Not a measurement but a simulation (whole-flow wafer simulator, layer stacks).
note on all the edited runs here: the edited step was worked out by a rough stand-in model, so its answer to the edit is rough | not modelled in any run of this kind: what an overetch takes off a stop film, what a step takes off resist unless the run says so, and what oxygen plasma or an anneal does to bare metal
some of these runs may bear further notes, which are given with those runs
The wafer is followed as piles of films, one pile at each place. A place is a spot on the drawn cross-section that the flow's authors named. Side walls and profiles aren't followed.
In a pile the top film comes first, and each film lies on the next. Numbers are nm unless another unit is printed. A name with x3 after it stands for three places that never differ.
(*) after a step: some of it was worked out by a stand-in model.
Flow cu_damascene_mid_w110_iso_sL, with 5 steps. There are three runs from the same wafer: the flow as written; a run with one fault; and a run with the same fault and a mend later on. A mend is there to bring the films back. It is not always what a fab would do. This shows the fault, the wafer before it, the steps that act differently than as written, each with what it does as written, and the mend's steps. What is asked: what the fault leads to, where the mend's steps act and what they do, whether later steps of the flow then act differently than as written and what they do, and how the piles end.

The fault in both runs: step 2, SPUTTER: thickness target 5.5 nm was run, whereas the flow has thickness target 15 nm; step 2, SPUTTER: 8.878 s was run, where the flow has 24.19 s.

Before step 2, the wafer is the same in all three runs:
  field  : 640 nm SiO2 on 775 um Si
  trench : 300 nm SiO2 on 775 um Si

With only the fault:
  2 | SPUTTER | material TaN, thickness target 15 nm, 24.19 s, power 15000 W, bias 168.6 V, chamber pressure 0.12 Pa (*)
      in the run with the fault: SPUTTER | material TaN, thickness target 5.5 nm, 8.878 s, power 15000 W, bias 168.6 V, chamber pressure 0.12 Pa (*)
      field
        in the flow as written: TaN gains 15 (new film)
        in the run with the fault: TaN gains 5.5 (new film)
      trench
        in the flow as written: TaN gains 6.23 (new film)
        in the run with the fault: TaN gains 2.28 (new film)
  Steps further on in the flow that do not act as written (2 more steps, not shown, differ only slightly: by at most 2% or 0.5 nm, whichever is larger):
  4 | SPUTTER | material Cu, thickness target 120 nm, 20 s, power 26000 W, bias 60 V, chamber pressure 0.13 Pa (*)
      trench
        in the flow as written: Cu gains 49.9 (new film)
        in the run with the fault: Cu gains 51.5 (new film)
  At field, trench, the piles at the end differ from the flow's by more than 2% or 0.5 nm, whichever is larger.
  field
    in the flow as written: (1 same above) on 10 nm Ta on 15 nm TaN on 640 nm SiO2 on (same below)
    in the run with the fault: (1 same above) on 10 nm Ta on 5.5 nm TaN on 640 nm SiO2 on (same below)
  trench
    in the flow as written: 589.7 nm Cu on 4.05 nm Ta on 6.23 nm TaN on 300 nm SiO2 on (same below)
    in the run with the fault: 584 nm Cu on 4.17 nm Ta on 2.28 nm TaN on 300 nm SiO2 on (same below)

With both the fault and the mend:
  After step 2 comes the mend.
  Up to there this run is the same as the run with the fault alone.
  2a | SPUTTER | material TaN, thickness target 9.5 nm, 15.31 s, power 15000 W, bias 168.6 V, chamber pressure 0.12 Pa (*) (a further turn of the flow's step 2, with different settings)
      field
        TaN gains 9.5
      trench
        TaN gains 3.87
  Every later step of the flow that is run acts as written, at every place that is followed, to within 2% or 0.5 nm, whichever is larger.
  At the end the piles are close to the flow's at the places that both follow, differing by at most 2% or 0.5 nm, whichever is larger.
